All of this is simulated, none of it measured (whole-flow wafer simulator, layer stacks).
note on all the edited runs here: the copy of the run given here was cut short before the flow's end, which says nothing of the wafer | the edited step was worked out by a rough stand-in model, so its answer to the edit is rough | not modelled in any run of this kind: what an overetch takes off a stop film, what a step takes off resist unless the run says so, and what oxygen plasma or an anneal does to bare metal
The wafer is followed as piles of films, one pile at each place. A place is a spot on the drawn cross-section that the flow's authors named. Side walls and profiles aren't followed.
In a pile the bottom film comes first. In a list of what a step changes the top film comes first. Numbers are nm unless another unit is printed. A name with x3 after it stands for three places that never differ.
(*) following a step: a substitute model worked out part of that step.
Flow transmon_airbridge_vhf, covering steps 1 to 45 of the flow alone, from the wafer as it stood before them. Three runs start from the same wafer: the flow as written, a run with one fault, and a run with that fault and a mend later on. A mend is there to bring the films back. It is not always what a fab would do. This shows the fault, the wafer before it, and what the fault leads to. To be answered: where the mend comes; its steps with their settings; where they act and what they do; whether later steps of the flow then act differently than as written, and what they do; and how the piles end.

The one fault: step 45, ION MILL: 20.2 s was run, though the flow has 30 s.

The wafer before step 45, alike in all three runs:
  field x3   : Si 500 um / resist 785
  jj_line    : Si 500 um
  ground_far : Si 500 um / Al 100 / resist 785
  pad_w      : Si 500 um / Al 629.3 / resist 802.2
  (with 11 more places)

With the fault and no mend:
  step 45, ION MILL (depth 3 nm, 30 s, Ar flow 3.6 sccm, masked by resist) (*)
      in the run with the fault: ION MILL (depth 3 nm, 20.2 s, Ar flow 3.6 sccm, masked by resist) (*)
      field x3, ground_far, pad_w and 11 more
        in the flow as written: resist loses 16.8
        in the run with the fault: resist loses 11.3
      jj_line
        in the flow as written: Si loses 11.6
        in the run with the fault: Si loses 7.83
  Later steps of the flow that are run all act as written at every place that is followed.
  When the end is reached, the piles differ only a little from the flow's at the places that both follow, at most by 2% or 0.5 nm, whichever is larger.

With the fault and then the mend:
  The mend stands after step 45.
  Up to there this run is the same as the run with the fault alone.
  step 45a, ION MILL (depth 3 nm, 9.8 s, Ar flow 3.6 sccm, masked by resist) (*) (the flow's step 45 again, with other settings)
      field x3, ground_far, pad_w and 11 more
        resist loses 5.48
      jj_line
        Si loses 3.8
  Later steps of the flow that are run all act as written at every place that is followed.
  The piles end the same as the flow's at every place that both follow.
